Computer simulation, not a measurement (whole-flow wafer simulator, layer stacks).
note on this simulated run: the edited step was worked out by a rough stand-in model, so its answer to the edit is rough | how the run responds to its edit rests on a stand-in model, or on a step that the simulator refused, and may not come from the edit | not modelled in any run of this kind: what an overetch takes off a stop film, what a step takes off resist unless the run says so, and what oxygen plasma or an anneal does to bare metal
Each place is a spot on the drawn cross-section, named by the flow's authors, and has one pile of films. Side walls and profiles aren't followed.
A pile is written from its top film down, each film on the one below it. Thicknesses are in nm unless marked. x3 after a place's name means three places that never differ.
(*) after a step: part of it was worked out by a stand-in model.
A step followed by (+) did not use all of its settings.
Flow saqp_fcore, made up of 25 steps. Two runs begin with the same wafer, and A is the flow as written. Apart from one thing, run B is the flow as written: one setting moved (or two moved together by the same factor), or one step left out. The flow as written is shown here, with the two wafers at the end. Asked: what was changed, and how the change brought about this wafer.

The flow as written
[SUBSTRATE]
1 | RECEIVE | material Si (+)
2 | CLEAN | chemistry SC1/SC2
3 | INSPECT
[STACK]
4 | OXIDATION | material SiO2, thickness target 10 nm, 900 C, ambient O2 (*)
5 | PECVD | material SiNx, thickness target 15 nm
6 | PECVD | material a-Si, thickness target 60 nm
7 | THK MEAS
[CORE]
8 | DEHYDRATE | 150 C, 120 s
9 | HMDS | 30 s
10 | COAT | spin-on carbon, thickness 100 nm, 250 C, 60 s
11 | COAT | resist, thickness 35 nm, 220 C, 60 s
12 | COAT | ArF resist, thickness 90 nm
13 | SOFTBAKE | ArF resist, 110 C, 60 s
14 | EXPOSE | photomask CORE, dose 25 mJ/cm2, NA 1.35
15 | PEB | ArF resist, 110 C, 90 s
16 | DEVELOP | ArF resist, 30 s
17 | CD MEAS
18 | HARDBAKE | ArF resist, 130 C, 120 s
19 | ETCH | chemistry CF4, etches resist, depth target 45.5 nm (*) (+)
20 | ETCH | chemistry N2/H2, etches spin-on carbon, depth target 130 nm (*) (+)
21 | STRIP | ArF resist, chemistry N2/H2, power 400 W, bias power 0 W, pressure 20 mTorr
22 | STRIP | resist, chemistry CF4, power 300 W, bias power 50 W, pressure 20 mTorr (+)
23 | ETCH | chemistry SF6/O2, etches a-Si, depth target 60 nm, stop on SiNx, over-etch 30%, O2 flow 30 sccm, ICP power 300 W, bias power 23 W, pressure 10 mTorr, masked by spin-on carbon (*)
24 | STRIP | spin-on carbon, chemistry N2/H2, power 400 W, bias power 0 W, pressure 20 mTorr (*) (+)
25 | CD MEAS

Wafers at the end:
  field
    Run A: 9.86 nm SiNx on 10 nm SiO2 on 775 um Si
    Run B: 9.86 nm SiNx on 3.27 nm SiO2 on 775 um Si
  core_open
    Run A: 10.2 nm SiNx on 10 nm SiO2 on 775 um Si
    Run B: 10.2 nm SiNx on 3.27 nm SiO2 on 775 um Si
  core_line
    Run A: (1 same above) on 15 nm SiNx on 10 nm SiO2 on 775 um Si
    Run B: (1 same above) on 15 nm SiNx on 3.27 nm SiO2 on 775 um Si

The reason: step 4, OXIDATION: 765 C was run, though the flow has 900 C.

Step by step, how the change led to this:
  4 | OXIDATION | material SiO2, thickness target 10 nm, 900 C, ambient O2 (*)
      field, core_open, core_line: A SiO2 gains 10 (new film), chemical SiO2 loses 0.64 (all of it), Si loses 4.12 | B SiO2 gains 3.27 (new film), chemical SiO2 loses 0.64 (all of it), Si loses 1.16
